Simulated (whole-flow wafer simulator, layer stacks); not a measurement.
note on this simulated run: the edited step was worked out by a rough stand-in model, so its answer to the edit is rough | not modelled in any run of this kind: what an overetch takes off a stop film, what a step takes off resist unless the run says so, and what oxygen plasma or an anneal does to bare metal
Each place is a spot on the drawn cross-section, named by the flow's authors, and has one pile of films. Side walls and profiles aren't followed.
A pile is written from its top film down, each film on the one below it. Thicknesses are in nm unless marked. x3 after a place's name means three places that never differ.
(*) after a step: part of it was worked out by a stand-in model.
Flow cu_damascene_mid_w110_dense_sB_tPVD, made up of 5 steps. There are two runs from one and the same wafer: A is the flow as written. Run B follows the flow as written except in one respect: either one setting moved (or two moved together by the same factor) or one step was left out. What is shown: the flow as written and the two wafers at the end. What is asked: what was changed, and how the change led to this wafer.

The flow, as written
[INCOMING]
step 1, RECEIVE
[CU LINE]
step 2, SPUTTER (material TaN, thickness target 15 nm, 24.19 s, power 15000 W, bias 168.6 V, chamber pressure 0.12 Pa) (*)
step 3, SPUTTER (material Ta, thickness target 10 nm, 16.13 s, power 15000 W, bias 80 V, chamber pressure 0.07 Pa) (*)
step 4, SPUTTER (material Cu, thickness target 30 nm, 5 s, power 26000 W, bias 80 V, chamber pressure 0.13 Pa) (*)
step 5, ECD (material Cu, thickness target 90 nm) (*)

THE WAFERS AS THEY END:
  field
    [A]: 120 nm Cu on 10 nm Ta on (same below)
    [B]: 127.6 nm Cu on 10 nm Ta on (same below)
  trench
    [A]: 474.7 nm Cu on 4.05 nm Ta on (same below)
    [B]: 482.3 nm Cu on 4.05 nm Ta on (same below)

The reason: step 5, ECD: thickness target 97.6 nm was run, while the flow as written has thickness target 90 nm.

The path from the change to this, step by step:
  step 5, ECD (material Cu, thickness target 90 nm) (*)
      field: A +90 Cu | B +97.6 Cu
